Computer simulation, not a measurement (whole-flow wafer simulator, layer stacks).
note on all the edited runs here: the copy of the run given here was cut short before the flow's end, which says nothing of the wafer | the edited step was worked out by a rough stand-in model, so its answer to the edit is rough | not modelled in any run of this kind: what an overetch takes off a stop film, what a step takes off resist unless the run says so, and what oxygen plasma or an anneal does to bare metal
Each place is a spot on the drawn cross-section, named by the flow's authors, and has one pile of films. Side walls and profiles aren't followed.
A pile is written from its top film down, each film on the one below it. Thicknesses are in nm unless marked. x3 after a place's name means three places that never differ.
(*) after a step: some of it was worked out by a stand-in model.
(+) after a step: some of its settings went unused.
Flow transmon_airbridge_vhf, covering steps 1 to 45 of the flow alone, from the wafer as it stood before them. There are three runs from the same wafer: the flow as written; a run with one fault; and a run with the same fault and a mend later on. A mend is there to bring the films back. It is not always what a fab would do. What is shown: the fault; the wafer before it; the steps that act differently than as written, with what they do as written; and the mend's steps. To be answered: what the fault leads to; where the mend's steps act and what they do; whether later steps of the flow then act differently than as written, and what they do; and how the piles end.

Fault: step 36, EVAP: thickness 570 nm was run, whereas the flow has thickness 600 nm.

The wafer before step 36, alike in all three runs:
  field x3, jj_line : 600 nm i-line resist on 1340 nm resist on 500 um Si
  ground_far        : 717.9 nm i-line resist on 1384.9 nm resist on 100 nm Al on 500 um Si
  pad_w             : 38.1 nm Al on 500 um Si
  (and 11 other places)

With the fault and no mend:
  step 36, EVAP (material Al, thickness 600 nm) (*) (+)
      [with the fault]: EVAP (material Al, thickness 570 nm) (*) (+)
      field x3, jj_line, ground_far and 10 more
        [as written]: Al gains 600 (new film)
        [with the fault]: Al gains 570 (new film)
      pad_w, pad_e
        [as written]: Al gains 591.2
        [with the fault]: Al gains 561.7
  Later steps of the flow acting differently than as written (2 other steps are not shown; they differ only slightly, by no more than 2% or 0.5 nm, whichever is larger):
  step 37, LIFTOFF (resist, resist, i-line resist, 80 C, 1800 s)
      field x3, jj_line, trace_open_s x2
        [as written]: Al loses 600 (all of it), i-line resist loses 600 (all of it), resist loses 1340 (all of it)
        [with the fault]: Al loses 570 (all of it), i-line resist loses 600 (all of it), resist loses 1340 (all of it)
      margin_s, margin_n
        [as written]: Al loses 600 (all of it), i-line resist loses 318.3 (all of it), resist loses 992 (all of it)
        [with the fault]: Al loses 570 (all of it), i-line resist loses 318.3 (all of it), resist loses 992 (all of it)
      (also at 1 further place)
  At pad_w, flank_w, gap_w, cpw_trace, gap_e, flank_e, pad_e, bridge_strip, the piles at the end differ from the flow's by more than 2% or 0.5 nm, whichever is larger.
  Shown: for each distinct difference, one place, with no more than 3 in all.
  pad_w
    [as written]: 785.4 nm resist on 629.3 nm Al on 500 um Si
    [with the fault]: 788.9 nm resist on 599.7 nm Al on 500 um Si
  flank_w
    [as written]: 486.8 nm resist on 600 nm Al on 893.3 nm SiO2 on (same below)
    [with the fault]: 488.6 nm resist on 570 nm Al on 893.3 nm SiO2 on (same below)
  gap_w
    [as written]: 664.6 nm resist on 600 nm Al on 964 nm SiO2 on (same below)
    [with the fault]: 666.9 nm resist on 570 nm Al on 964 nm SiO2 on (same below)

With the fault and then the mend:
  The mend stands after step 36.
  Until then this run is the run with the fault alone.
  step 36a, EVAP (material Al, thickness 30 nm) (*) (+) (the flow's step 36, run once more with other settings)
      field x3, jj_line, ground_far and 10 more
        Al gains 30
      pad_w, pad_e
        Al gains 29.6
  Later steps of the flow that are run all act as written at every place that is followed, up to a difference of at most 2% or 0.5 nm, whichever is larger.
  The piles end only slightly different from the flow's at the places that both follow, by no more than 2% or 0.5 nm, whichever is larger.
